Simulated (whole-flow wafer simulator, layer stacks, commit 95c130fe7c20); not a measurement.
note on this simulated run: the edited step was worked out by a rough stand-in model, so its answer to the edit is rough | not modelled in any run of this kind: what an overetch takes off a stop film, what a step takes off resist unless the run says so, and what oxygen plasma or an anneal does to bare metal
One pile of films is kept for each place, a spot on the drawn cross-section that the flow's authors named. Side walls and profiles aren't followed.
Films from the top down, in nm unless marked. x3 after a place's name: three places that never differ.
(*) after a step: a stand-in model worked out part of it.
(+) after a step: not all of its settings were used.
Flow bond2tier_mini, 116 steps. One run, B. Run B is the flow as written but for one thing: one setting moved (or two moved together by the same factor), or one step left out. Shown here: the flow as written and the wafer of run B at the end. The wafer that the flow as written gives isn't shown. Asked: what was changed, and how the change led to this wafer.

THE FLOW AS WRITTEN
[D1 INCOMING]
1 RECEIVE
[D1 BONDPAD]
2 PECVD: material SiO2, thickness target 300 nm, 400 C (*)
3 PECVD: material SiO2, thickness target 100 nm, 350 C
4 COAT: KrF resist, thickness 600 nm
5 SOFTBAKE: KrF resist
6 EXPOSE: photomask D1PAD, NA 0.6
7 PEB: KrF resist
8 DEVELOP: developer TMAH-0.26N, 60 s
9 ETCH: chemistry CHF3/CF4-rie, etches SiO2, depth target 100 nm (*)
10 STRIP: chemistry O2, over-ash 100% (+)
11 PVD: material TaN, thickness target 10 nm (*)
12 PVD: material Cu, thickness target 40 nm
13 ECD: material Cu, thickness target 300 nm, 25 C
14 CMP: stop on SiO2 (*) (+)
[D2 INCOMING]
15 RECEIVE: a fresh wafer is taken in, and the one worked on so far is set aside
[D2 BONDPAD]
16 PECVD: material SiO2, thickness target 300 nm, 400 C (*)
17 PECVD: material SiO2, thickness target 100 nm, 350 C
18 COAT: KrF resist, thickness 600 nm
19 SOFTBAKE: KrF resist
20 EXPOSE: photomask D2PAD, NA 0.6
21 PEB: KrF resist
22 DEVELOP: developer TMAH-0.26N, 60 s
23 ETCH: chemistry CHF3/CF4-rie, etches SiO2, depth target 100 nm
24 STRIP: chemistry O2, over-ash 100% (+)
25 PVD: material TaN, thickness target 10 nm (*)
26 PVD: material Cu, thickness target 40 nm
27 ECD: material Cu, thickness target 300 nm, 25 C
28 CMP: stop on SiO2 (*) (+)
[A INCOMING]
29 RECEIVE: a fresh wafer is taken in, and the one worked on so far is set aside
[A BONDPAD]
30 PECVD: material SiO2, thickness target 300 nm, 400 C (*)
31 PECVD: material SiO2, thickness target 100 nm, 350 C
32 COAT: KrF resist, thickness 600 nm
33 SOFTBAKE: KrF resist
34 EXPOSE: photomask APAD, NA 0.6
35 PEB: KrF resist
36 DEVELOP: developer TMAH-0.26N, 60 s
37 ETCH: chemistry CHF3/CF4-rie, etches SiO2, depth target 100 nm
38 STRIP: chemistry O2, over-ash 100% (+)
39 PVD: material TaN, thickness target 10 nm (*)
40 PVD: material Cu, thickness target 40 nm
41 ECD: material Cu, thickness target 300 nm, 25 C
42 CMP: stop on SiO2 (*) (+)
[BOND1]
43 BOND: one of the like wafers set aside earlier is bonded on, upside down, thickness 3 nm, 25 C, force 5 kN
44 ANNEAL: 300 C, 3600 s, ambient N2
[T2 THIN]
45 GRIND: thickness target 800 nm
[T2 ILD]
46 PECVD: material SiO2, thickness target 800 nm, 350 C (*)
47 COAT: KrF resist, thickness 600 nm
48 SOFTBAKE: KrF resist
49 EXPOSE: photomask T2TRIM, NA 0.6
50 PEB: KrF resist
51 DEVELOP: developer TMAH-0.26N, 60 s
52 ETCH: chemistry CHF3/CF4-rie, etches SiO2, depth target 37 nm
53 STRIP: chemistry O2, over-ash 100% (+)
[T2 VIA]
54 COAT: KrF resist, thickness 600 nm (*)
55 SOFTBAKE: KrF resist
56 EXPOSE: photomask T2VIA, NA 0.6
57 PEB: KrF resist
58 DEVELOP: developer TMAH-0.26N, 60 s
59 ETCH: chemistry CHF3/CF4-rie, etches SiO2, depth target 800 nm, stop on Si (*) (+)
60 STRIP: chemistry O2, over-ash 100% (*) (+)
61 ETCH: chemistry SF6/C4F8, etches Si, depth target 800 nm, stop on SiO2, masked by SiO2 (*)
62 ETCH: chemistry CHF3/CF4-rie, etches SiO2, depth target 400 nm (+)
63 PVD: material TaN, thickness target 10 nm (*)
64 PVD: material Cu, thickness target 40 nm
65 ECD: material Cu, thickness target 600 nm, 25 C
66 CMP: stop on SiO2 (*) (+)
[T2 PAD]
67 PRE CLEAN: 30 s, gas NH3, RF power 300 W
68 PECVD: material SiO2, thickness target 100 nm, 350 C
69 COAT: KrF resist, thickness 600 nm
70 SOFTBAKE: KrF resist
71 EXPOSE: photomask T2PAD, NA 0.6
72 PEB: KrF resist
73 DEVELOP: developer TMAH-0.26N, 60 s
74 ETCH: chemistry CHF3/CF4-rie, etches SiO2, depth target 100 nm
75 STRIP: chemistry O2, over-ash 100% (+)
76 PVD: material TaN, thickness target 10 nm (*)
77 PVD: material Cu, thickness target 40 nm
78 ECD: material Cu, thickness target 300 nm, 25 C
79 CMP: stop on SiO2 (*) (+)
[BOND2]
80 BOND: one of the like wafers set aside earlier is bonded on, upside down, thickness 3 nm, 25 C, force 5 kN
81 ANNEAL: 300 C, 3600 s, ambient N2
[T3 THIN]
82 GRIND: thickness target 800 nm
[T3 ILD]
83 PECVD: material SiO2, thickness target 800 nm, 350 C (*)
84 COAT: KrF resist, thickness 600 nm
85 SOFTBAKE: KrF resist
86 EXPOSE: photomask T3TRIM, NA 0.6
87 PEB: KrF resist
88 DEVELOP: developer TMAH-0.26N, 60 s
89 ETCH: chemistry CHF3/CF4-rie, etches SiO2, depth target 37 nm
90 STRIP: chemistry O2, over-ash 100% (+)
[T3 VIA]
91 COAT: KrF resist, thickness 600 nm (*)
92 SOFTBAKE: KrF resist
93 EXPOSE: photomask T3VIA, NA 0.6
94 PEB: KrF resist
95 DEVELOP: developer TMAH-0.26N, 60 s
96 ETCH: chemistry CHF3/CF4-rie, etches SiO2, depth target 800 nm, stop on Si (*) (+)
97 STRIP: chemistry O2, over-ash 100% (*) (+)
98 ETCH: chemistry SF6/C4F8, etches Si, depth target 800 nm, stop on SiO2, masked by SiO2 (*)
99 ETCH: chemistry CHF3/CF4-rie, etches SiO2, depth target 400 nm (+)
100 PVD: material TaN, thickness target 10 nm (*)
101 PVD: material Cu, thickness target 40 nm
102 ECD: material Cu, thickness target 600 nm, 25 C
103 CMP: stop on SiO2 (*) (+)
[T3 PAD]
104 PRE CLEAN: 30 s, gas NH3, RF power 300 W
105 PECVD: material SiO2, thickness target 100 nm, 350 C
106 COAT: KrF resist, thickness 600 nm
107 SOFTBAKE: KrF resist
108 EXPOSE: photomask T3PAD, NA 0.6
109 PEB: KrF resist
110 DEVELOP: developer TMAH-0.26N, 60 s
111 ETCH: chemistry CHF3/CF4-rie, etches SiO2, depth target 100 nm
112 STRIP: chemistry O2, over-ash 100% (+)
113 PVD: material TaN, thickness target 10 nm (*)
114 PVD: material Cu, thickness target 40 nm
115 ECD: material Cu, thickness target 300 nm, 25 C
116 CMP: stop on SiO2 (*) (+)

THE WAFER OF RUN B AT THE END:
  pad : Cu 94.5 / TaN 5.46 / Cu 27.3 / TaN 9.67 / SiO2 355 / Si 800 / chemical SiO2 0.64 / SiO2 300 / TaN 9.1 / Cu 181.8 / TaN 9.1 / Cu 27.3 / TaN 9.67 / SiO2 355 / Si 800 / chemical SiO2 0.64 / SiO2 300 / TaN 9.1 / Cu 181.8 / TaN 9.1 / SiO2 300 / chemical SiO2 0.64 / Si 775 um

The cause: step 113, PVD: thickness target 6 nm was run, where the flow has thickness target 10 nm.

How the change led to this, step by step:
  113 PVD: material TaN, thickness target 10 nm (*)
      field: TaN +6 (new film) (as written it would be: TaN +10 (new film))
      pad: TaN +5.46 (new film) (as written it would be: TaN +9.1 (new film))
  116 CMP: stop on SiO2 (*) (+)
      field: Cu -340 (all of it), TaN -6 (all of it) (as written it would be: Cu -340 (all of it), TaN -10 (all of it))
